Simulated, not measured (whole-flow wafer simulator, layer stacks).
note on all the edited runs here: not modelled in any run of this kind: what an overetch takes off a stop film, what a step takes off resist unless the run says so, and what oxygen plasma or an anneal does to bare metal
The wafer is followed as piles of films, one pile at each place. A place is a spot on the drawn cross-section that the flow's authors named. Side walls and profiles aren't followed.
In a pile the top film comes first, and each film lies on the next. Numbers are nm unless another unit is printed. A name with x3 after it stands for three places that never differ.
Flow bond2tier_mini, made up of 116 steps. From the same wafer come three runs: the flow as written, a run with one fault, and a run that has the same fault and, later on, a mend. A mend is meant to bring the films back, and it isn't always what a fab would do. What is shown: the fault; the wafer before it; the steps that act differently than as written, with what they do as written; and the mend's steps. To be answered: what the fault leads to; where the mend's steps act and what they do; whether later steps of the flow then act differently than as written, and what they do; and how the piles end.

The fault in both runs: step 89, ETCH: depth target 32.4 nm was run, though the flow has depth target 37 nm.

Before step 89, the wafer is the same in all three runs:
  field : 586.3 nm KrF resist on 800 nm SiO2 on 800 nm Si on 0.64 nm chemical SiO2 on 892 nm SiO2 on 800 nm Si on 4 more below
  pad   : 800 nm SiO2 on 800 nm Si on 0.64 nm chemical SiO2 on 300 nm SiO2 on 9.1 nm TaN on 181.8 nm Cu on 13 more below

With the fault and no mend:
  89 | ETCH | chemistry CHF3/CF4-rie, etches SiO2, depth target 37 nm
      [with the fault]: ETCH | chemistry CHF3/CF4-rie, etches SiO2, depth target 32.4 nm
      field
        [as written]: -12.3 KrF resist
        [with the fault]: -10.8 KrF resist
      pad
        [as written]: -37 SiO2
        [with the fault]: -32.4 SiO2
  Every later step of the flow that is run acts as written, at every place that is followed, to within 2% or 0.5 nm, whichever is larger.
  By the end, the piles at pad depart from the flow's by more than 2% or 0.5 nm, whichever is larger.
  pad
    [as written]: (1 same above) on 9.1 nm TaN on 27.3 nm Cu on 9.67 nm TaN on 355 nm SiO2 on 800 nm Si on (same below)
    [with the fault]: (1 same above) on 9.1 nm TaN on 22.7 nm Cu on 9.71 nm TaN on 359.6 nm SiO2 on 800 nm Si on (same below)

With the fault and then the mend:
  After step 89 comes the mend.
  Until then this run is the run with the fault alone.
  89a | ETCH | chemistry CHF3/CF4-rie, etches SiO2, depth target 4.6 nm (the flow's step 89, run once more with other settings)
      field
        -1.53 KrF resist
      pad
        -4.6 SiO2
  Every later step of the flow that is run acts as written at every place that is followed.
  By the end, the piles equal the flow's at every place that both follow.
